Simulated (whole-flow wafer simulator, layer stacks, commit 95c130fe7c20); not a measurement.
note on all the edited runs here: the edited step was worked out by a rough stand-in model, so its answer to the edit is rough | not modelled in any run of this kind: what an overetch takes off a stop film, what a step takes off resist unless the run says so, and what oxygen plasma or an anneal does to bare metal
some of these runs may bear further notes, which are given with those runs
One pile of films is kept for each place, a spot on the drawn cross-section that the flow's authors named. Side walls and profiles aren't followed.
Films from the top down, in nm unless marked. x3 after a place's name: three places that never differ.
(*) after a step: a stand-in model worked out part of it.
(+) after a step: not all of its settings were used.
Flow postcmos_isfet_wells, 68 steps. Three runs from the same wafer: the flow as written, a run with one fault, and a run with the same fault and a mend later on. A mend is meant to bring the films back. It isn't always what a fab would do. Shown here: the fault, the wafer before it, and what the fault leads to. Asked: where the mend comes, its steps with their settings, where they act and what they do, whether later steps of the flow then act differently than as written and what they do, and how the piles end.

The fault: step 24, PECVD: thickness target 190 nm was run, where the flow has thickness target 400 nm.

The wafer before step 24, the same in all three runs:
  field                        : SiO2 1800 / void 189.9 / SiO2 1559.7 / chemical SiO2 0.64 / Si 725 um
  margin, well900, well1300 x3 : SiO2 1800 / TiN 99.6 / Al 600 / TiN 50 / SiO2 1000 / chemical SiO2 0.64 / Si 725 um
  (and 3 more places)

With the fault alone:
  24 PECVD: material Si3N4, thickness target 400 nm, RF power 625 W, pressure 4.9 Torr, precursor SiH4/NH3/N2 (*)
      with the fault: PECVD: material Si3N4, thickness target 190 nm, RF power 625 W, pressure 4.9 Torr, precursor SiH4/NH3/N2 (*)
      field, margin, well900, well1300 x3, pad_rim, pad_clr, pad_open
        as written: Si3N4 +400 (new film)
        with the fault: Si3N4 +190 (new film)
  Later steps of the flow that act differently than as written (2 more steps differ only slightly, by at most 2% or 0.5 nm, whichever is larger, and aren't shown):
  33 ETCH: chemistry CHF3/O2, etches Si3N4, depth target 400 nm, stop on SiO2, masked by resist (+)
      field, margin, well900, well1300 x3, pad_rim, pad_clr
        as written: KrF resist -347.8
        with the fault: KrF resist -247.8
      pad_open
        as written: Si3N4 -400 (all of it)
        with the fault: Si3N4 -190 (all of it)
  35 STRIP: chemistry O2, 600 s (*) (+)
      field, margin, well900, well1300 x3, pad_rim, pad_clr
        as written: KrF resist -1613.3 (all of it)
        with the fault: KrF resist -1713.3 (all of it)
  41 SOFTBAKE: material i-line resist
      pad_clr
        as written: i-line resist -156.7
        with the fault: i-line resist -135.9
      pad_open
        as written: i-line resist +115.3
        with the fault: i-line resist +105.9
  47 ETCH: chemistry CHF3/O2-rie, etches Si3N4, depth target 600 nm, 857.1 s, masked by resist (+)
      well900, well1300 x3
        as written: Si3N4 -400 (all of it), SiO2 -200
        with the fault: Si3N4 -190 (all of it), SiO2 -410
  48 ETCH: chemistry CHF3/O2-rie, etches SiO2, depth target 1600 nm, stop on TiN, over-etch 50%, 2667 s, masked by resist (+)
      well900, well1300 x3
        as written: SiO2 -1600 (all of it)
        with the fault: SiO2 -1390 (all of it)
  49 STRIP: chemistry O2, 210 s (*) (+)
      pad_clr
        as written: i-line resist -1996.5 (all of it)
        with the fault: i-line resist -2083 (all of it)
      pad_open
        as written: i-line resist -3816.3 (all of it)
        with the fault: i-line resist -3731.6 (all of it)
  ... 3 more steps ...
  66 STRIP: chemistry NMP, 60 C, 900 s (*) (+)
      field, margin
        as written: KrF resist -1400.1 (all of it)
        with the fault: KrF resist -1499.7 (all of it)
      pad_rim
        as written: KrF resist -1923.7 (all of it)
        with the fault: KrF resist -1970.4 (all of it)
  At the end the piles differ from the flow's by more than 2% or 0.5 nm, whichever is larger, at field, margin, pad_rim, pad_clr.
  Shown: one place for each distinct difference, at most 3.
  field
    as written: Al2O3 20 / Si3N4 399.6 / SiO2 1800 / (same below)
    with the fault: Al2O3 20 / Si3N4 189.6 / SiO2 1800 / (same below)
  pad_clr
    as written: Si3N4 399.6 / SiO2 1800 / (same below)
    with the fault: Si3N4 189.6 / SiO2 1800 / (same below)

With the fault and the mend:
  The mend comes after step 32.
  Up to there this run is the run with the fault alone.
  32a STRIP: chemistry O2, 600 s (*) (+)
      field, margin, well900, well1300 x3, pad_rim, pad_clr
        KrF resist -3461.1 (all of it)
  32b PECVD: material Si3N4, thickness target 210 nm, RF power 625 W, pressure 4.9 Torr, precursor SiH4/NH3/N2 (*) (the flow's step 24 once more, with other settings)
      field, margin, well900, well1300 x3, pad_rim, pad_clr, pad_open
        Si3N4 +210
  32c HMDS: 30 s (the flow's step 26 once more)
      changes no film at any place that is followed
  32d COAT: KrF resist, thickness 3500 nm (the flow's step 27 once more)
      field, margin, well900, well1300 x3, pad_rim, pad_clr, pad_open
        KrF resist +3500 (new film)
  32e SOFTBAKE: material KrF resist (the flow's step 28 once more)
      changes no film at any place that is followed
  32f EBR (the flow's step 29 once more)
      changes no film at any place that is followed
  32g EXPOSE: photomask PAD, dose 67.86 mJ/cm2, NA 0.55, wavelength 248 nm (*) (the flow's step 30 once more)
      changes no film at any place that is followed
  32h PEB (the flow's step 31 once more)
      field, margin, well900, well1300 x3, pad_rim, pad_clr, pad_open
        KrF resist -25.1
  32i DEVELOP: thickness 3500 nm, 60 s (the flow's step 32 once more)
      field, margin, well900, well1300 x3, pad_rim, pad_clr
        KrF resist -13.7
      pad_open
        KrF resist -3474.9 (all of it)
  No later step of the flow acts differently than as written at any place that is followed.
  At the end the piles are the same as the flow's at every place that both follow.
